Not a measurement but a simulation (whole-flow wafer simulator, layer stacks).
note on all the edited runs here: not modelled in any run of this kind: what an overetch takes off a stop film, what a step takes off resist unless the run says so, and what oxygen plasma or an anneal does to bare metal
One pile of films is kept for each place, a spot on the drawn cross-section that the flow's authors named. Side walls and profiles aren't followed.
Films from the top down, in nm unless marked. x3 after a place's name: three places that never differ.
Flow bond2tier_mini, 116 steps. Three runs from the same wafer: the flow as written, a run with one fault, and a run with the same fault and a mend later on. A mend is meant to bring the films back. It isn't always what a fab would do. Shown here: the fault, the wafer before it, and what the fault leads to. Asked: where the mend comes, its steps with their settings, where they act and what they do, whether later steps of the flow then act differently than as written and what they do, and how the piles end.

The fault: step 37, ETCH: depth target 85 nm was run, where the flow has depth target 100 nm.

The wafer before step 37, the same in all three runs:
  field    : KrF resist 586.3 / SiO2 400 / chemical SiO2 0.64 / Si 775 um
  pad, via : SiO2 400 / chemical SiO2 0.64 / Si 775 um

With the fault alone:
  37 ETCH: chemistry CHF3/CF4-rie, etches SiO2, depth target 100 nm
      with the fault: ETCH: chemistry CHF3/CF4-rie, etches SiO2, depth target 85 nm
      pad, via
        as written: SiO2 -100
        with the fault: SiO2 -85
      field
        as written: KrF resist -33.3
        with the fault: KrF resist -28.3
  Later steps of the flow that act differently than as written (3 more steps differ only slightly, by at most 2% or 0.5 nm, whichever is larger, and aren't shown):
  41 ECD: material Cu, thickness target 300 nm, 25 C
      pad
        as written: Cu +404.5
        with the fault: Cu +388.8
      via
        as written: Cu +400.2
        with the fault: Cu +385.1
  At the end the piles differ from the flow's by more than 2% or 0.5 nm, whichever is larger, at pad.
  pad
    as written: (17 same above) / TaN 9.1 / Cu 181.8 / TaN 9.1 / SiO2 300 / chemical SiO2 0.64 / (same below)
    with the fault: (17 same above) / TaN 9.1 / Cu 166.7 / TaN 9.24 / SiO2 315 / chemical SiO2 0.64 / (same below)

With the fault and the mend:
  The mend comes after step 37.
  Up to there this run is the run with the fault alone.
  37a ETCH: chemistry CHF3/CF4-rie, etches SiO2, depth target 15 nm (the flow's step 37 once more, with other settings)
      pad, via
        SiO2 -15
      field
        KrF resist -5
  No later step of the flow acts differently than as written at any place that is followed.
  At the end the piles are the same as the flow's at every place that both follow.
